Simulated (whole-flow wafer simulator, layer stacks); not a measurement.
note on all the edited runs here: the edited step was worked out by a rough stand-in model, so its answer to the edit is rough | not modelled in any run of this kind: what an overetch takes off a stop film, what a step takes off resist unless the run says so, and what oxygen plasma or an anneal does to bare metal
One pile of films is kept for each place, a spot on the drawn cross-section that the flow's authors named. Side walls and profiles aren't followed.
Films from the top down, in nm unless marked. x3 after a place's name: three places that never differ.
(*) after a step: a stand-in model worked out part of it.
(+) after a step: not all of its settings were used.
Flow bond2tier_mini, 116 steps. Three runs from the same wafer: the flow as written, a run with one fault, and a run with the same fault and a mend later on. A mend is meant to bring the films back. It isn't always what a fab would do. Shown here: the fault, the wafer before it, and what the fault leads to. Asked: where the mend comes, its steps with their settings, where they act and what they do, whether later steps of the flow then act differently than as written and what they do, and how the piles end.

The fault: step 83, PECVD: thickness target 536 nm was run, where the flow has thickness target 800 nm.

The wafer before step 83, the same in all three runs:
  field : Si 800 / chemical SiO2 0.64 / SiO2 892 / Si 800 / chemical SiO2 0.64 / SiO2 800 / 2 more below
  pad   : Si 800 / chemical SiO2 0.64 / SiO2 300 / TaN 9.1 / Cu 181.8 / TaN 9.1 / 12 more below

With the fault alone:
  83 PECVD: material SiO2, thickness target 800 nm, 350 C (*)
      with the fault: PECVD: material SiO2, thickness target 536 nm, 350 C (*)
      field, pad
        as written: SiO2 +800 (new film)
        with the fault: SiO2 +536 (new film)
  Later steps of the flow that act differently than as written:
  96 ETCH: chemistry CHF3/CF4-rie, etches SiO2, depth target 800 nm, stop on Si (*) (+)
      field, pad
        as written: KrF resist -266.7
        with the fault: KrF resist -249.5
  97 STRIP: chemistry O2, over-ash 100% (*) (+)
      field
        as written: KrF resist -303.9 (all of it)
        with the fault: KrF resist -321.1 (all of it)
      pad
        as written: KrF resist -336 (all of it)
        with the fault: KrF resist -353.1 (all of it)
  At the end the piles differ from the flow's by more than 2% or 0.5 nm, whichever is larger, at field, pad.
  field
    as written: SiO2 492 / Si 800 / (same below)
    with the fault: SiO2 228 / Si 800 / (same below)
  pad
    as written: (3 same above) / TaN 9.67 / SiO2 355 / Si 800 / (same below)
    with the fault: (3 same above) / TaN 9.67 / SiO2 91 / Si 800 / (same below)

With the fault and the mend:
  The mend comes after step 88.
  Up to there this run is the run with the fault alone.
  88a STRIP: chemistry O2, over-ash 100% (+)
      field
        KrF resist -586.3 (all of it)
  88b PECVD: material SiO2, thickness target 264 nm, 350 C (the flow's step 83 once more, with other settings)
      field, pad
        SiO2 +264
  88c COAT: KrF resist, thickness 600 nm (the flow's step 84 once more)
      field, pad
        KrF resist +600 (new film)
  88d SOFTBAKE: KrF resist (the flow's step 85 once more)
      changes no film at any place that is followed
  88e EXPOSE: photomask T3TRIM, NA 0.6 (the flow's step 86 once more)
      changes no film at any place that is followed
  88f PEB: KrF resist (the flow's step 87 once more)
      changes no film at any place that is followed
  88g DEVELOP: developer TMAH-0.26N, 60 s (the flow's step 88 once more)
      field
        KrF resist -13.7
      pad
        KrF resist -600 (all of it)
  No later step of the flow acts differently than as written at any place that is followed.
  At the end the piles are the same as the flow's at every place that both follow.
